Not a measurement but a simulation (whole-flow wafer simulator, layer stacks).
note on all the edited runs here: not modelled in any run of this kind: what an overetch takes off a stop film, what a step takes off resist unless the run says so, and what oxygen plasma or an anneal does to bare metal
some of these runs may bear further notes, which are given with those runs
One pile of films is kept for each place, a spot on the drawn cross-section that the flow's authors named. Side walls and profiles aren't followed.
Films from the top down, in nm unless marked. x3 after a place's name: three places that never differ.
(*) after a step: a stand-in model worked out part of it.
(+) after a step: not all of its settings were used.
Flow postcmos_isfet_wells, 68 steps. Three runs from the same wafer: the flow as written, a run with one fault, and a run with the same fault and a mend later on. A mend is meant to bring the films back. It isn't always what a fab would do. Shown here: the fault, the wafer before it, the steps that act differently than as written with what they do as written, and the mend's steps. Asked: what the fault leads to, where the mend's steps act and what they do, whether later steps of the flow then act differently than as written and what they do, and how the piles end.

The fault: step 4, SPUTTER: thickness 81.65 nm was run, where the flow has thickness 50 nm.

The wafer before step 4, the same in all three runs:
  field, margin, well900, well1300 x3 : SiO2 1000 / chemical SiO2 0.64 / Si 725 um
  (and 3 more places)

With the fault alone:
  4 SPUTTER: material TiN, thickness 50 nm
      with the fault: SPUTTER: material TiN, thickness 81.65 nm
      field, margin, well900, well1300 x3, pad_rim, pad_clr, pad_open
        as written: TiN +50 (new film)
        with the fault: TiN +81.7 (new film)
  Later steps of the flow that act differently than as written (1 more step differs only slightly, by at most 2% or 0.5 nm, whichever is larger, and isn't shown):
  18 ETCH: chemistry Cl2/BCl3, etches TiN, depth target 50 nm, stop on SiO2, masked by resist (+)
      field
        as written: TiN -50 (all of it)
        with the fault: TiN -50
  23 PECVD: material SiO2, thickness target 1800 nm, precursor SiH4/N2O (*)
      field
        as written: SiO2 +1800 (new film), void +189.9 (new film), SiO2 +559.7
        with the fault: SiO2 +1800 (new film), void +190.2 (new film), SiO2 +559.8 (new film)
  At the end the piles differ from the flow's by more than 2% or 0.5 nm, whichever is larger, at field, margin, well900, well1300 x3, pad_rim, pad_clr, pad_open.
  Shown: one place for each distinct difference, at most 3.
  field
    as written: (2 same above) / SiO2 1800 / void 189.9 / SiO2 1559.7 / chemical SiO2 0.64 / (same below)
    with the fault: (2 same above) / SiO2 1800 / void 190.2 / SiO2 559.8 / TiN 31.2 / SiO2 1000 / chemical SiO2 0.64 / (same below)
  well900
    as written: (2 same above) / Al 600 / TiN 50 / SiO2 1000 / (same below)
    with the fault: (2 same above) / Al 600 / TiN 81.7 / SiO2 1000 / (same below)
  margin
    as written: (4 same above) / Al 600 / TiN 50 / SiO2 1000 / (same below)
    with the fault: (4 same above) / Al 600 / TiN 81.7 / SiO2 1000 / (same below)

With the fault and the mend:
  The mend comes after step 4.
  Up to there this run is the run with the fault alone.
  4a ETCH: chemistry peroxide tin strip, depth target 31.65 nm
      field, margin, well900, well1300 x3, pad_rim, pad_clr, pad_open
        TiN -31.7
  No later step of the flow acts differently than as written at any place that is followed.
  At the end the piles are the same as the flow's at every place that both follow.
